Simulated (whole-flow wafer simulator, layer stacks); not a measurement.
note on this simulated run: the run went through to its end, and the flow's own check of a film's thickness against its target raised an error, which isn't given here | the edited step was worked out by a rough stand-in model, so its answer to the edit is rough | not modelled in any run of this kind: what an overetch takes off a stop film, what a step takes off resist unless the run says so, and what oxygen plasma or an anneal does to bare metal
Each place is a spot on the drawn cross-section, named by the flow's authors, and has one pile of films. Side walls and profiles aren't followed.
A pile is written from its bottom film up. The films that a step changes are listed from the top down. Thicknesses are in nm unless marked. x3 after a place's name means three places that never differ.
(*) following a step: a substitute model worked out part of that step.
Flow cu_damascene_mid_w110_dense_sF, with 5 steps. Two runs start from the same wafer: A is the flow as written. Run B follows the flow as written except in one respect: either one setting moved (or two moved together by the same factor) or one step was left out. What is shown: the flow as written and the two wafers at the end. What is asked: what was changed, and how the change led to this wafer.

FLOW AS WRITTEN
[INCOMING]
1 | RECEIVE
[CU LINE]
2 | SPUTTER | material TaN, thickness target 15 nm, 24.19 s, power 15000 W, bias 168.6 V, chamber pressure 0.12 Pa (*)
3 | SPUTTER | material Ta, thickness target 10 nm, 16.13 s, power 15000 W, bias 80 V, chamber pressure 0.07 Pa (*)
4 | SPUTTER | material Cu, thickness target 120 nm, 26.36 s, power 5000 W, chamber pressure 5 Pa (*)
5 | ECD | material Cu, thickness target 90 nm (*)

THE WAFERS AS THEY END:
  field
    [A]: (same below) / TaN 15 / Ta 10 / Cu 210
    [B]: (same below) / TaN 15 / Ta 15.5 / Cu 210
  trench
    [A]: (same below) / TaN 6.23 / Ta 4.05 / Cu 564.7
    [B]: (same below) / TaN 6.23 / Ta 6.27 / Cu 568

What caused this: step 3, SPUTTER: thickness target 15.5 nm was run, while the flow as written has thickness target 10 nm; step 3, SPUTTER: 25 s was run, where the flow has 16.13 s.
The wafer itself shows it: field has Ta 15.5, and step 3 as written asks for 10 nm.

How this came from the change, step by step:
  3 | SPUTTER | material Ta, thickness target 10 nm, 16.13 s, power 15000 W, bias 80 V, chamber pressure 0.07 Pa (*)
      field: A Ta gains 10 (new film) | B Ta gains 15.5 (new film)
      trench: A Ta gains 4.05 (new film) | B Ta gains 6.27 (new film)
